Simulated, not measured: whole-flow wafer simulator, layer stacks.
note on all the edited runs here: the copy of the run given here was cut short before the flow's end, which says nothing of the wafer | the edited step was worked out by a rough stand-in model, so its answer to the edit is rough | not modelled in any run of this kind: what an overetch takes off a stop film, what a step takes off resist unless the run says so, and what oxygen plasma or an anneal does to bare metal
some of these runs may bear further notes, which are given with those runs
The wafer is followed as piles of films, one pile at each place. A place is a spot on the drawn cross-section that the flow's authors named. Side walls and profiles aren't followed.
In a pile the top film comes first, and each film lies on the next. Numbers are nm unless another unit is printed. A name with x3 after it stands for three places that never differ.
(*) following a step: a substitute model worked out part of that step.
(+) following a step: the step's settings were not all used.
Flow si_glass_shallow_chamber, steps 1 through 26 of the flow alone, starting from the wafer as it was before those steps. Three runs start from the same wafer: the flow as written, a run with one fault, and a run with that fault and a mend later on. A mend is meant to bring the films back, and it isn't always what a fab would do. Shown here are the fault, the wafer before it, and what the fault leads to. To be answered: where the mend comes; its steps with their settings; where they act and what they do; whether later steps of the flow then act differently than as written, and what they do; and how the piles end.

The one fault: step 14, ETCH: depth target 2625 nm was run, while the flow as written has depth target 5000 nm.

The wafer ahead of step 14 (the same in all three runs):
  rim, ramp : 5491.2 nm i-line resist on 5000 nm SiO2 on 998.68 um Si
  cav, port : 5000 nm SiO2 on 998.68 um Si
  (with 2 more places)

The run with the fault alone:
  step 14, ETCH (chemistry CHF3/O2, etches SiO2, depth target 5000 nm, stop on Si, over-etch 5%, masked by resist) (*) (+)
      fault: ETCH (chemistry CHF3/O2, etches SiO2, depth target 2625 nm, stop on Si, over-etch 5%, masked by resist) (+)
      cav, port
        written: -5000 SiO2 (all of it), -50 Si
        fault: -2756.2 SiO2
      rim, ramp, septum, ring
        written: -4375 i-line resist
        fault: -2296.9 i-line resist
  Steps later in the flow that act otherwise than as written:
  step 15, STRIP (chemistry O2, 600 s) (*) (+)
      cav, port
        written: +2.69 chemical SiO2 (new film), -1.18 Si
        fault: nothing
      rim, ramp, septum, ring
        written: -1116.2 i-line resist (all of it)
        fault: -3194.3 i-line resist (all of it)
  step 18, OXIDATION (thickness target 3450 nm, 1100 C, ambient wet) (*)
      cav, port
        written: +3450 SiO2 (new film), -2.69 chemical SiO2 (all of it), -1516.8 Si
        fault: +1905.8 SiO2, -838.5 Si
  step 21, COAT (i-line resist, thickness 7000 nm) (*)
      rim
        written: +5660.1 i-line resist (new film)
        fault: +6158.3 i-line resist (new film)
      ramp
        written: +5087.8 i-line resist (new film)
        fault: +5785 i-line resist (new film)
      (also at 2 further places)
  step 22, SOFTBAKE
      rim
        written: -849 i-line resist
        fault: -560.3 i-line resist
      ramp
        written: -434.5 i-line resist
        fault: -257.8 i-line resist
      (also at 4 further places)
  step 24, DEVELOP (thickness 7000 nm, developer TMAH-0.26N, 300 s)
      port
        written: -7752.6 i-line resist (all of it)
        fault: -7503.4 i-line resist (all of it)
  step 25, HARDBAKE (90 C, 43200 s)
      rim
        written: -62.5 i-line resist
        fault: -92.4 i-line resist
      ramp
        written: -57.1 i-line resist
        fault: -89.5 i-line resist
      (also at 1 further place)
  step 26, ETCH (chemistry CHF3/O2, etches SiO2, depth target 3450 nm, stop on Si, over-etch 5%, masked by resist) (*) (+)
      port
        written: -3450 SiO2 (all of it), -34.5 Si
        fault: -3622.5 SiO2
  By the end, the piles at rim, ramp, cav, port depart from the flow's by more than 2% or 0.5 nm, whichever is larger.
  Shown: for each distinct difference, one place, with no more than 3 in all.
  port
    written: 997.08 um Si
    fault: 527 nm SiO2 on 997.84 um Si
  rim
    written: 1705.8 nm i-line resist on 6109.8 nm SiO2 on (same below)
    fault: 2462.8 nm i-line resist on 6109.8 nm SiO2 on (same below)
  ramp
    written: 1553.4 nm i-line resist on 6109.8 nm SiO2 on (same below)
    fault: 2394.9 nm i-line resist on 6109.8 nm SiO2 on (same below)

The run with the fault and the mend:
  After step 14 comes the mend.
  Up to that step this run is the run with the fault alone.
  step 14a, ETCH (chemistry CHF3/O2, etches SiO2, depth target 2375 nm, stop on Si, over-etch 5%, masked by resist) (*) (the flow's step 14 again, with other settings)
      rim, ramp, septum, ring
        -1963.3 i-line resist
      cav, port
        -2243.8 SiO2 (all of it), -50 Si
  Steps later in the flow that act otherwise than as written:
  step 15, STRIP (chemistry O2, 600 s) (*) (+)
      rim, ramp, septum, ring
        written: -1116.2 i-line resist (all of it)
        mend: -1231 i-line resist (all of it)
  By the end, the piles equal the flow's at every place that both follow.
